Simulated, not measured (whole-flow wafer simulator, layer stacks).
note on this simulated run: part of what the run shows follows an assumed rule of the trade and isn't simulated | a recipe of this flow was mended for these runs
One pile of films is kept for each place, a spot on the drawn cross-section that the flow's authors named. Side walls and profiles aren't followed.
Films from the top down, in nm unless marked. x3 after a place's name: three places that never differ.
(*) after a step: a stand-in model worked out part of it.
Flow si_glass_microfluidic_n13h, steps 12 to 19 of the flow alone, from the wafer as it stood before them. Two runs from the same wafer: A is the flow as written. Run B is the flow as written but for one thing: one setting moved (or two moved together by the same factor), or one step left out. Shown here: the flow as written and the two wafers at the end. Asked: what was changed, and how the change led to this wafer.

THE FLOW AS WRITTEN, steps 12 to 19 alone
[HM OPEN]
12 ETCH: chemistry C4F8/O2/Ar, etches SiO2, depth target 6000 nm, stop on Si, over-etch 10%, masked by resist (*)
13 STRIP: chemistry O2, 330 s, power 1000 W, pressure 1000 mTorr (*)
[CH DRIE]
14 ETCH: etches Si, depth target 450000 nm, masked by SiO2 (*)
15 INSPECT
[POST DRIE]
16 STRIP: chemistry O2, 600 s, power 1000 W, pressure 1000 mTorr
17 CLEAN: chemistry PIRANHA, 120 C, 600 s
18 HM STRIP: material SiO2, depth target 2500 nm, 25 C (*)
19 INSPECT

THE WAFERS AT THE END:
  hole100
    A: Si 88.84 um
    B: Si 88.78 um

The cause: step 12, ETCH: depth target 6432 nm was run, where the flow has depth target 6000 nm.

How the change led to this, step by step:
  12 ETCH: chemistry C4F8/O2/Ar, etches SiO2, depth target 6000 nm, stop on Si, over-etch 10%, masked by resist (*)
      land: A thick-i-line-resist -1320 | B thick-i-line-resist -1415
      hole100: A SiO2 -6000 (all of it), Si -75 | B SiO2 -6000 (all of it), Si -134.4
  13 STRIP: chemistry O2, 330 s, power 1000 W, pressure 1000 mTorr (*)
      land: A thick-i-line-resist -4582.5 (all of it) | B thick-i-line-resist -4487.5 (all of it)
